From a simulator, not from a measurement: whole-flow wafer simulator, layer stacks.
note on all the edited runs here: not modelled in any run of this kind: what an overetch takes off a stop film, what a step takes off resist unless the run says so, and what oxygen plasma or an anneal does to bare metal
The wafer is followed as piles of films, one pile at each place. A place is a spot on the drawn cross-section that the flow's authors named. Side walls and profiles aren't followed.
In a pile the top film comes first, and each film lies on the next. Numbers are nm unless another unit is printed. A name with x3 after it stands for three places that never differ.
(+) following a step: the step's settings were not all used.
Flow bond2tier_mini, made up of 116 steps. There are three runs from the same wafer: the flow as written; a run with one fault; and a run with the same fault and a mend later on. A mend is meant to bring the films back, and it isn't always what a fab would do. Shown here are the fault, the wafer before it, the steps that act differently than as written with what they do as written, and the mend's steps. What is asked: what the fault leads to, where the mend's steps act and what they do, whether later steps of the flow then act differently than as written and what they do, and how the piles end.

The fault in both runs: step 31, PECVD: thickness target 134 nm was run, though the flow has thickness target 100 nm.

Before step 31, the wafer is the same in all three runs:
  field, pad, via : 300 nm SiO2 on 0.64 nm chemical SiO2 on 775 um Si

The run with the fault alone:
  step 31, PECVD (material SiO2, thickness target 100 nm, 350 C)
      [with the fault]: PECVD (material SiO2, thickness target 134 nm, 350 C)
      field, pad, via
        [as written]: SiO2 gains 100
        [with the fault]: SiO2 gains 134
  Later steps of the flow that are run all act as written at every place that is followed.
  The piles end different from the flow's at field, pad by more than 2% or 0.5 nm, whichever is larger.
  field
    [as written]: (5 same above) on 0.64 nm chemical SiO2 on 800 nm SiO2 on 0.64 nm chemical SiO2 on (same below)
    [with the fault]: (5 same above) on 0.64 nm chemical SiO2 on 834 nm SiO2 on 0.64 nm chemical SiO2 on (same below)
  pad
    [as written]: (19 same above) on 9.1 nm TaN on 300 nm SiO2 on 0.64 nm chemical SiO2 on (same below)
    [with the fault]: (19 same above) on 9.1 nm TaN on 334 nm SiO2 on 0.64 nm chemical SiO2 on (same below)

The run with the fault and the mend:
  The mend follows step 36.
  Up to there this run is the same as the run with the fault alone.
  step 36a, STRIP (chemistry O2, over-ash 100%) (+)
      field
        KrF resist loses 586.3 (all of it)
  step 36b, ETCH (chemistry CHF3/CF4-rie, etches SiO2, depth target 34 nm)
      field, pad, via
        SiO2 loses 34
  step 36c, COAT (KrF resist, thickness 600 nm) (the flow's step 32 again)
      field, pad, via
        KrF resist gains 600 (new film)
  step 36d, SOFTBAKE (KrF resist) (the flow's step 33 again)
      does not change any film at any place that is followed
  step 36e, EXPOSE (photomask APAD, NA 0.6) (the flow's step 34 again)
      does not change any film at any place that is followed
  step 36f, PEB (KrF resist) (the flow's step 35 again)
      does not change any film at any place that is followed
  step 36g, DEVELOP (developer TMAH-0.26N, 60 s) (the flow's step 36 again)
      pad, via
        KrF resist loses 600 (all of it)
      field
        KrF resist loses 13.7
  Later steps of the flow that are run all act as written at every place that is followed.
  At every place that both follow, the piles at the end match the flow's.
